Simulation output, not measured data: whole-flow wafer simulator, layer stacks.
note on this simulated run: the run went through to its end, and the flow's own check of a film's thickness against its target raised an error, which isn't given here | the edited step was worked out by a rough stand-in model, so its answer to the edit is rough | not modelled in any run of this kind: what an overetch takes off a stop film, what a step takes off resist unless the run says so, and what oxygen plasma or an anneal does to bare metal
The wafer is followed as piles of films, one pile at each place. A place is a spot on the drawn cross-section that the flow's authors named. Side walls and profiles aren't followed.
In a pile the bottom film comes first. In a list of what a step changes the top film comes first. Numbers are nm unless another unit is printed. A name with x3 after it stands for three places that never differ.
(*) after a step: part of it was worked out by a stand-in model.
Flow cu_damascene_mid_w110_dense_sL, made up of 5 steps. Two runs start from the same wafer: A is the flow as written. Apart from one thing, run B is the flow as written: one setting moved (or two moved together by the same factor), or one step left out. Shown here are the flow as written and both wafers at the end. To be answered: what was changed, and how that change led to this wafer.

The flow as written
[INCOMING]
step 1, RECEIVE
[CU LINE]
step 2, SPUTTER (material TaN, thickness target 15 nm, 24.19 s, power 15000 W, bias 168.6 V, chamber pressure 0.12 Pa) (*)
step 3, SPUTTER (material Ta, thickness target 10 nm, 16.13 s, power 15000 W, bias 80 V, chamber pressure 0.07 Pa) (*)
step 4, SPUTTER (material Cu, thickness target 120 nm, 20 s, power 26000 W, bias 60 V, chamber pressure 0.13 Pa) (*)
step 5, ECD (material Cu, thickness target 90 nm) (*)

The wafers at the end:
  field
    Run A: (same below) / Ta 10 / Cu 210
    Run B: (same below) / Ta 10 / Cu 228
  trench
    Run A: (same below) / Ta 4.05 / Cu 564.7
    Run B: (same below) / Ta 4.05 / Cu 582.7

What caused this: step 4, SPUTTER: thickness target 138 nm was run, while the flow as written has thickness target 120 nm; step 4, SPUTTER: 23 s was run, where the flow has 20 s.

Step by step, how the change led to this:
  step 4, SPUTTER (material Cu, thickness target 120 nm, 20 s, power 26000 W, bias 60 V, chamber pressure 0.13 Pa) (*)
      field: A Cu gains 120 (new film) | B Cu gains 138 (new film)
      trench: A Cu gains 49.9 (new film) | B Cu gains 57.4 (new film)
